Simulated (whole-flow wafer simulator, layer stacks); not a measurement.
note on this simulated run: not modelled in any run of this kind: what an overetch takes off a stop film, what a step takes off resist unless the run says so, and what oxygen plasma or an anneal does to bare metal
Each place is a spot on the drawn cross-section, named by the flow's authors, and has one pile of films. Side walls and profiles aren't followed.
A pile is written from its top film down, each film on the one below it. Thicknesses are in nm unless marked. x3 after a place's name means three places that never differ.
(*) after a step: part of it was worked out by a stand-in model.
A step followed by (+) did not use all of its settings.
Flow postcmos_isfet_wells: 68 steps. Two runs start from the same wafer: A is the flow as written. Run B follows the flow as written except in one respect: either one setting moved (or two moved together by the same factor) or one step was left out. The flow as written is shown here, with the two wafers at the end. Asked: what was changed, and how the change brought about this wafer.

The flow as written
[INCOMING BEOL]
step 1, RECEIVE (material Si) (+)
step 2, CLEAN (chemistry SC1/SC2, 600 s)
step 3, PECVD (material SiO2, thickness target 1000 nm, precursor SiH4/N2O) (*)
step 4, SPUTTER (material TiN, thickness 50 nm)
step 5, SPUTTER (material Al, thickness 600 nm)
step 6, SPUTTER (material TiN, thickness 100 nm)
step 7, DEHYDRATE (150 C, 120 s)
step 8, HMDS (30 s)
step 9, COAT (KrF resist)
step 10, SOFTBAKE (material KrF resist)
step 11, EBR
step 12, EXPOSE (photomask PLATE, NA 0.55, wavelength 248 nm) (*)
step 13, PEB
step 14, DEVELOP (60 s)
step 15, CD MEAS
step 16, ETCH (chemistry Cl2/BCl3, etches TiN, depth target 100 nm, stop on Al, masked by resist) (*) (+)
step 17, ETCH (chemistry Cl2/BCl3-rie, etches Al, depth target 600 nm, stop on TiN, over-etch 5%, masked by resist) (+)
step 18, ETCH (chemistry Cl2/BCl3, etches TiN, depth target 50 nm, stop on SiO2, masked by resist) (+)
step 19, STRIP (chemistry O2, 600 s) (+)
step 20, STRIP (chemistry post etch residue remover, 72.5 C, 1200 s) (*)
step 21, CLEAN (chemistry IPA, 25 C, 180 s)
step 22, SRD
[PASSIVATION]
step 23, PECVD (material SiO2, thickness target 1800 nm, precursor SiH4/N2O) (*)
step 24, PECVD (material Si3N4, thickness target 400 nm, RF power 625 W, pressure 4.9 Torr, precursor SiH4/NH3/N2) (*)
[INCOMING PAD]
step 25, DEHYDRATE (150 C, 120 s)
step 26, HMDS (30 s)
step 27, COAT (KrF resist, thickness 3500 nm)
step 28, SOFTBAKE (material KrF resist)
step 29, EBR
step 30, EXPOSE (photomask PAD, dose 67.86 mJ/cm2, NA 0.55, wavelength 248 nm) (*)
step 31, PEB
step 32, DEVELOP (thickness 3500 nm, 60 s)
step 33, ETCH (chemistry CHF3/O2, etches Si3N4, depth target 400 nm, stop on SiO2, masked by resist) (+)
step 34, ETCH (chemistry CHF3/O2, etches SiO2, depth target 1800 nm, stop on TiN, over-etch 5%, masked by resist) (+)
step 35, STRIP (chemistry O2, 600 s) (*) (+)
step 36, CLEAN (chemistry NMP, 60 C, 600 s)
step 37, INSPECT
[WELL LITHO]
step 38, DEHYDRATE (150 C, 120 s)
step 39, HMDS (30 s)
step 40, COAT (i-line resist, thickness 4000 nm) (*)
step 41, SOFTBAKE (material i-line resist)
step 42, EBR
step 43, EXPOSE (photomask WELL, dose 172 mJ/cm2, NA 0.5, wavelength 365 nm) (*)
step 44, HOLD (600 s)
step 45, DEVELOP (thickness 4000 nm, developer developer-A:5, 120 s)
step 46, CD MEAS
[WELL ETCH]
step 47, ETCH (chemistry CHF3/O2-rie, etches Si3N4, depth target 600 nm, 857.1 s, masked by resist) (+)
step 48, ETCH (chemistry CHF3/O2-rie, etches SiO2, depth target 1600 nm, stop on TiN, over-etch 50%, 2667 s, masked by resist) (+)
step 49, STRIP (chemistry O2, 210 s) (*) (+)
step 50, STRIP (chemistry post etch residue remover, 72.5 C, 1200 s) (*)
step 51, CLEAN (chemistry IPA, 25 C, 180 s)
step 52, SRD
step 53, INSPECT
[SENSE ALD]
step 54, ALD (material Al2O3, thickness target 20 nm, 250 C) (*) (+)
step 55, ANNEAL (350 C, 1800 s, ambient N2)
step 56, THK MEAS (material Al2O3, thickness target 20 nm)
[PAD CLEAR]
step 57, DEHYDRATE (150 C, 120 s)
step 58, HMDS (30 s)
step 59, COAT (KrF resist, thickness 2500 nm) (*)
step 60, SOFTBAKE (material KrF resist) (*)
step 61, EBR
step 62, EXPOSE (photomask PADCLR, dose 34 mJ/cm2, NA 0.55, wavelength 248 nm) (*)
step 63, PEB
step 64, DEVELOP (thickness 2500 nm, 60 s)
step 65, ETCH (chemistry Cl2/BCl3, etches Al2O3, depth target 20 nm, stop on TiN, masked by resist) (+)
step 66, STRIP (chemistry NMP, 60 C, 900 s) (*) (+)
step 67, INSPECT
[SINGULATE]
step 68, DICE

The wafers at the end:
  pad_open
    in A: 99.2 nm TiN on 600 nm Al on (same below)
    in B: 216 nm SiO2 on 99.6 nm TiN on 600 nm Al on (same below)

Cause: step 34, ETCH: depth target 1584 nm was run, though the flow has depth target 1800 nm.

How this came from the change, step by step:
  step 34, ETCH (chemistry CHF3/O2, etches SiO2, depth target 1800 nm, stop on TiN, over-etch 5%, masked by resist) (+)
      pad_open: A -1800 SiO2 (all of it) | B -1584 SiO2
      field, margin, well900, well1300 x3, pad_rim, pad_clr: A -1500 KrF resist | B -1320 KrF resist
  step 35, STRIP (chemistry O2, 600 s) (*) (+)
      field, margin, well900, well1300 x3, pad_rim, pad_clr: A -1638.4 KrF resist (all of it) | B -1818.4 KrF resist (all of it)
  step 40, COAT (i-line resist, thickness 4000 nm) (*)
      pad_clr: A +3256.8 i-line resist (new film) | B +3324.4 i-line resist (new film)
  step 41, SOFTBAKE (material i-line resist)
      pad_clr: A -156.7 i-line resist | B -135.3 i-line resist
      pad_open: A +115.3 i-line resist | B +105.7 i-line resist
  step 49, STRIP (chemistry O2, 210 s) (*) (+)
      pad_clr: A -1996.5 i-line resist (all of it) | B -2085.4 i-line resist (all of it)
      pad_open: A -3816.3 i-line resist (all of it) | B -3729.2 i-line resist (all of it)
  step 59, COAT (KrF resist, thickness 2500 nm) (*)
      pad_rim: A +1976.4 KrF resist (new film) | B +2025.6 KrF resist (new film)
      pad_clr: A +1691.6 KrF resist (new film) | B +1764.2 KrF resist (new film)
  step 60, SOFTBAKE (material KrF resist) (*)
      pad_clr: A -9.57 KrF resist | B -8.67 KrF resist
  step 64, DEVELOP (thickness 2500 nm, 60 s)
      pad_clr: A -1682 KrF resist (all of it) | B -1755.6 KrF resist (all of it)
  step 66, STRIP (chemistry NMP, 60 C, 900 s) (*) (+)
      pad_rim: A -1937.7 KrF resist (all of it) | B -1986.6 KrF resist (all of it)
